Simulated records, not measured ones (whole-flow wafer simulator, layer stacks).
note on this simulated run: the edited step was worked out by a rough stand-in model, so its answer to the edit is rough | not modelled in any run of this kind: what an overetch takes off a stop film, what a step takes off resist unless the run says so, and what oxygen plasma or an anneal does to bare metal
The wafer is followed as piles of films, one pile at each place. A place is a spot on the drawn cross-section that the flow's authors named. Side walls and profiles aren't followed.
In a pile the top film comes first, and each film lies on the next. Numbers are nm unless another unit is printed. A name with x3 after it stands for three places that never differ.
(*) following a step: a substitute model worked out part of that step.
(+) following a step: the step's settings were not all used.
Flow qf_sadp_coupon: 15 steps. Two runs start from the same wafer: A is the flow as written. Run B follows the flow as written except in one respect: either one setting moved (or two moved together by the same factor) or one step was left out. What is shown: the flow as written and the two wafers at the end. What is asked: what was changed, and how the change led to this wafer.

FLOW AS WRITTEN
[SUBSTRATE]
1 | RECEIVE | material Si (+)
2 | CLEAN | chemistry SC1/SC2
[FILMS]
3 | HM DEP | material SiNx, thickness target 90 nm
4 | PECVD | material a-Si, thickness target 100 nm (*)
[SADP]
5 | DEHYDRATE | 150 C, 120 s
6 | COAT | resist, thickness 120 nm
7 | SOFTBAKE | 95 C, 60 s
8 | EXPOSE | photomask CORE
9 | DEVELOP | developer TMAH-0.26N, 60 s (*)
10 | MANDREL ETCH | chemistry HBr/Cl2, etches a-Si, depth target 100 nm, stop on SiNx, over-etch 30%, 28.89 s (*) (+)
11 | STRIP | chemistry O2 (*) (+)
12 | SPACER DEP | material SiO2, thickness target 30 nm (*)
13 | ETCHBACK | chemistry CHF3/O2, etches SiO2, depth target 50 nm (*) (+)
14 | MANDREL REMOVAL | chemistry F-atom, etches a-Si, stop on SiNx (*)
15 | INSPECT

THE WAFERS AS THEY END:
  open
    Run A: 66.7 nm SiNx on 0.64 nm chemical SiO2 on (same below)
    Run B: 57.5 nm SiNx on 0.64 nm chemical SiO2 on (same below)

Cause: step 4, PECVD: thickness target 35.7 nm was run, though the flow has thickness target 100 nm.

How this came from the change, step by step:
  4 | PECVD | material a-Si, thickness target 100 nm (*)
      m, open: A +100 a-Si (new film) | B +35.7 a-Si (new film)
  10 | MANDREL ETCH | chemistry HBr/Cl2, etches a-Si, depth target 100 nm, stop on SiNx, over-etch 30%, 28.89 s (*) (+)
      open: A -100 a-Si (all of it), -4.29 SiNx | B -35.7 a-Si (all of it), -13.5 SiNx
  14 | MANDREL REMOVAL | chemistry F-atom, etches a-Si, stop on SiNx (*)
      m: A -95.8 a-Si (all of it) | B -31.5 a-Si (all of it)
